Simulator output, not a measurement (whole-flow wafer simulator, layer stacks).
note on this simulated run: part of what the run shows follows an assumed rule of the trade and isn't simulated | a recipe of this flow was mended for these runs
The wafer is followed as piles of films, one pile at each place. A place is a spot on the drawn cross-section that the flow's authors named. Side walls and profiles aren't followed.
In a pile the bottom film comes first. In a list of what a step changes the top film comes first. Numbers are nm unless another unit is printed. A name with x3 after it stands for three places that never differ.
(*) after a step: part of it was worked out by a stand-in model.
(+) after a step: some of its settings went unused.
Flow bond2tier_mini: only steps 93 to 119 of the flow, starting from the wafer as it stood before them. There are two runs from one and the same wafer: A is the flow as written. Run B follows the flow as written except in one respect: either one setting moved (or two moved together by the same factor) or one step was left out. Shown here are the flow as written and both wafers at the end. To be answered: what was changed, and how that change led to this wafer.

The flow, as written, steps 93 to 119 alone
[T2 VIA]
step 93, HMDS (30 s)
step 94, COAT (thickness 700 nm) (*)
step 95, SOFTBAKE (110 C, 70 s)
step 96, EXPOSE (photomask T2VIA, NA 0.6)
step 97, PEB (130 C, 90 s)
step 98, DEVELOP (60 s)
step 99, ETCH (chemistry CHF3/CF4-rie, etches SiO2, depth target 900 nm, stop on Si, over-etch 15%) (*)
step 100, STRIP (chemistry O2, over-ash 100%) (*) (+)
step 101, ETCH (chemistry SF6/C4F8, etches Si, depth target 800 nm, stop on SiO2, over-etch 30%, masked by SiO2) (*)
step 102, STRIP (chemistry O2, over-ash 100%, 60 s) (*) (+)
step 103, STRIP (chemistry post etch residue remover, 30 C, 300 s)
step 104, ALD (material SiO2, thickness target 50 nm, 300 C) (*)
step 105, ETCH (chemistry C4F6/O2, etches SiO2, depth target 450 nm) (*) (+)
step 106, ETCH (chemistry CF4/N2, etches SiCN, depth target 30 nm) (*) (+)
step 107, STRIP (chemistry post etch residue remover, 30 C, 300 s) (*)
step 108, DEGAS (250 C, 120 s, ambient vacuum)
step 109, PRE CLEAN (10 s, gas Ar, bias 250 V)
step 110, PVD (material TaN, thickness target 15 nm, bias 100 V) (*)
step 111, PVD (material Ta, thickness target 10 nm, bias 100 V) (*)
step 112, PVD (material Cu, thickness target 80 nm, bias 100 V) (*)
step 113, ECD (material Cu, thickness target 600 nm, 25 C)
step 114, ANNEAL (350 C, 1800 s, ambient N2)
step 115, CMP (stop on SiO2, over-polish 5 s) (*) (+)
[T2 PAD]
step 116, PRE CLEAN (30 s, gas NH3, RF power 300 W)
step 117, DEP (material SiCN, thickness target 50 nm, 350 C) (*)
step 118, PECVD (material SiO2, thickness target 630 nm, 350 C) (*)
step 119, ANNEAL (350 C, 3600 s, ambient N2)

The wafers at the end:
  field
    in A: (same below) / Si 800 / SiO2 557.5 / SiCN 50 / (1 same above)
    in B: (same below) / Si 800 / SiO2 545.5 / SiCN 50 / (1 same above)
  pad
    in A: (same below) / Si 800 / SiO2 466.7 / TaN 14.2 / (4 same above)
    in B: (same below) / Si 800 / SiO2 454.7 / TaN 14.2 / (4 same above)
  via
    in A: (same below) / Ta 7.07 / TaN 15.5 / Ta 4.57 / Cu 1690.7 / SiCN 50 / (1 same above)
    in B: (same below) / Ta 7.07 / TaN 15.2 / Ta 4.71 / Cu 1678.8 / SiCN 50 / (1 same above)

What caused this: step 104, ALD: thickness target 38 nm was run, whereas the flow has thickness target 50 nm.

The path from the change to this, step by step:
  step 104, ALD (material SiO2, thickness target 50 nm, 300 C) (*)
      field, pad, via: A SiO2 gains 50 | B SiO2 gains 38
  step 105, ETCH (chemistry C4F6/O2, etches SiO2, depth target 450 nm) (*) (+)
      via: A SiO2 loses 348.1 (all of it), SiCN loses 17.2 | B SiO2 loses 336.1 (all of it), SiCN loses 19.2
  step 106, ETCH (chemistry CF4/N2, etches SiCN, depth target 30 nm) (*) (+)
      via: A SiCN loses 17.6 (all of it), TaN loses 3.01 | B SiCN loses 15.6 (all of it), TaN loses 3.51
  step 112, PVD (material Cu, thickness target 80 nm, bias 100 V) (*)
      via: A Cu gains 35 (new film) | B Cu gains 36.2 (new film)
